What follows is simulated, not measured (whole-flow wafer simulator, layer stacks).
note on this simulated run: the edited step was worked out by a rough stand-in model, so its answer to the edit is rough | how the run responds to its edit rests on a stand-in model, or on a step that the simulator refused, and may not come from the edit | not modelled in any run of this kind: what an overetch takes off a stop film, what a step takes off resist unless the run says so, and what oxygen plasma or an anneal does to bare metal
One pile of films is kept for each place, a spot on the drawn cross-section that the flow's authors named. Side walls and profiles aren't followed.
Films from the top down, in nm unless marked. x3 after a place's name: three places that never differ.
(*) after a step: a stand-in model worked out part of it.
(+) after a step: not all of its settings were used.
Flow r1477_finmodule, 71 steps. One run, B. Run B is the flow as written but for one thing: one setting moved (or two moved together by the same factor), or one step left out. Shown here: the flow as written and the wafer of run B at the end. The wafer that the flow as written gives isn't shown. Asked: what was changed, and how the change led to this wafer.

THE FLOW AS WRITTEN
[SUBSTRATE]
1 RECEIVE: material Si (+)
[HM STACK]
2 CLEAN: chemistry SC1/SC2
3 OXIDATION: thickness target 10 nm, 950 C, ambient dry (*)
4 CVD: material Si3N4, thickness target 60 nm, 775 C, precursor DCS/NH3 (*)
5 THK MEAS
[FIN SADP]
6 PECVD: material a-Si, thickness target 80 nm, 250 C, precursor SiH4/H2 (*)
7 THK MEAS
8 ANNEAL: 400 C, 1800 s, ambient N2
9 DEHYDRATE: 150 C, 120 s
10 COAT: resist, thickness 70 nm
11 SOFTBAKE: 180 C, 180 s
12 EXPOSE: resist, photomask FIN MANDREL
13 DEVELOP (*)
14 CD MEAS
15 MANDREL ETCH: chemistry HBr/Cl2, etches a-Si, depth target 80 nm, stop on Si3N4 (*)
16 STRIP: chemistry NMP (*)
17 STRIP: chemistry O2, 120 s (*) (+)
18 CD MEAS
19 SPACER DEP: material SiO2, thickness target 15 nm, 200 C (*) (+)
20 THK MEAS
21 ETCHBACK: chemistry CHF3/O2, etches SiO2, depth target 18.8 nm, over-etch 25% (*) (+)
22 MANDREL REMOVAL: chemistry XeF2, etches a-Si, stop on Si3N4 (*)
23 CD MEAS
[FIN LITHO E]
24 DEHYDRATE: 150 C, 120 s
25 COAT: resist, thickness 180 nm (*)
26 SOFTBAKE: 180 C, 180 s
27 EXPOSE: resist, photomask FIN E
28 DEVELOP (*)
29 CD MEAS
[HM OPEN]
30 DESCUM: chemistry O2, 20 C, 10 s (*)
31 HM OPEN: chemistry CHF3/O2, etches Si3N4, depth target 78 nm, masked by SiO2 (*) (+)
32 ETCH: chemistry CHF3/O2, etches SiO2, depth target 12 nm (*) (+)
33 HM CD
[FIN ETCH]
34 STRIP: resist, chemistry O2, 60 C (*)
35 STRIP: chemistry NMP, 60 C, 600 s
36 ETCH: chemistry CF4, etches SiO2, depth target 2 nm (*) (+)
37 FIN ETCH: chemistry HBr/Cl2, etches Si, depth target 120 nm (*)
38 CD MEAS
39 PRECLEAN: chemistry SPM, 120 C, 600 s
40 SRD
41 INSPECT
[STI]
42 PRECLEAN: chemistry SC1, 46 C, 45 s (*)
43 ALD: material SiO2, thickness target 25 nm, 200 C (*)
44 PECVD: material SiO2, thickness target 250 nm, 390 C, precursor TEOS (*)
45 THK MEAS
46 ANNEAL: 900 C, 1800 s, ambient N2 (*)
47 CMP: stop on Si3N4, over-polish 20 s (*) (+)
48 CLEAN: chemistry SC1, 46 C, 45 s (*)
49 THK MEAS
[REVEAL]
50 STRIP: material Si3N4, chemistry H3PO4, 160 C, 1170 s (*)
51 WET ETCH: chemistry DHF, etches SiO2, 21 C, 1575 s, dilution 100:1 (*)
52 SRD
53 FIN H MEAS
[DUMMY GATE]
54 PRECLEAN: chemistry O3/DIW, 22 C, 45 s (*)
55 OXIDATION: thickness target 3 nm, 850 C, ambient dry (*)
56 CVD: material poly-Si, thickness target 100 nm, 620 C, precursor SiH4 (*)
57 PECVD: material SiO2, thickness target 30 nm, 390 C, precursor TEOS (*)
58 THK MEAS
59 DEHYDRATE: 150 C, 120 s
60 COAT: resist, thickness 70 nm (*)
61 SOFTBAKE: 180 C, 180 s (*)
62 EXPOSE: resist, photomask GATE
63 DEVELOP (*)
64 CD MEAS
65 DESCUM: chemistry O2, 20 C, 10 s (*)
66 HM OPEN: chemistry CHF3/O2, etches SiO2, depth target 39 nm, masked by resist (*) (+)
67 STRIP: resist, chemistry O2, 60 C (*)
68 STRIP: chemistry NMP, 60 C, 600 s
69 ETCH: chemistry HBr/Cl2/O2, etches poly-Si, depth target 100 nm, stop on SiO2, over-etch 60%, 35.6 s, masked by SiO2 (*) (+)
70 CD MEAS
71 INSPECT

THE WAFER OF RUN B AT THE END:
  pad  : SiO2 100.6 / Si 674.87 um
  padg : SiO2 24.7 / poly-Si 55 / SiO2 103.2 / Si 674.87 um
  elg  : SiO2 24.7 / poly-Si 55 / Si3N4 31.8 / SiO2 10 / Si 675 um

The cause: step 56, CVD: thickness target 55 nm was run, where the flow has thickness target 100 nm.
It can be read off the wafer: padg has poly-Si 55, and step 56 as written asks for 100 nm.

How the change led to this, step by step:
  56 CVD: material poly-Si, thickness target 100 nm, 620 C, precursor SiH4 (*)
      pad, padg, elg and 26 more: poly-Si +55 (new film) (as written it would be: poly-Si +100 (new film))
      s40cg, s40co: poly-Si +67.2 (new film) (as written it would be: poly-Si +113.9 (new film))
      (and at 5 more places)
  60 COAT: resist, thickness 70 nm (*)
      s40cg, s40co: resist +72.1 (new film) (as written it would be: resist +70.6 (new film))
      s45cg, s45co: resist +73 (new film) (as written it would be: resist +71 (new film))
      (and at 2 more places)
  63 DEVELOP (*)
      s40co: resist -72.1 (all of it) (as written it would be: resist -70.6 (all of it))
      s45co: resist -73 (all of it) (as written it would be: resist -71 (all of it))
      (and at 1 more place)
  67 STRIP: resist, chemistry O2, 60 C (*)
      s40cg: resist -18 (all of it) (as written it would be: resist -16.5 (all of it))
      s45cg: resist -18.9 (all of it) (as written it would be: resist -16.9 (all of it))
      (and at 1 more place)
  69 ETCH: chemistry HBr/Cl2/O2, etches poly-Si, depth target 100 nm, stop on SiO2, over-etch 60%, 35.6 s, masked by SiO2 (*) (+)
      pad, eso, e40so and 8 more: chemical SiO2 -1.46 (all of it), poly-Si -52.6 (all of it), SiO2 -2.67 (as written it would be: chemical SiO2 -1.46 (all of it), poly-Si -97.6 (all of it), SiO2 -0.42)
      elo, e40lo, e100lo, e200lo: chemical SiO2 -1.46 (all of it), poly-Si -52.6 (all of it), Si3N4 -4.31 (as written it would be: chemical SiO2 -1.46 (all of it), poly-Si -97.6 (all of it), Si3N4 -0.22)
      (and at 3 more places)
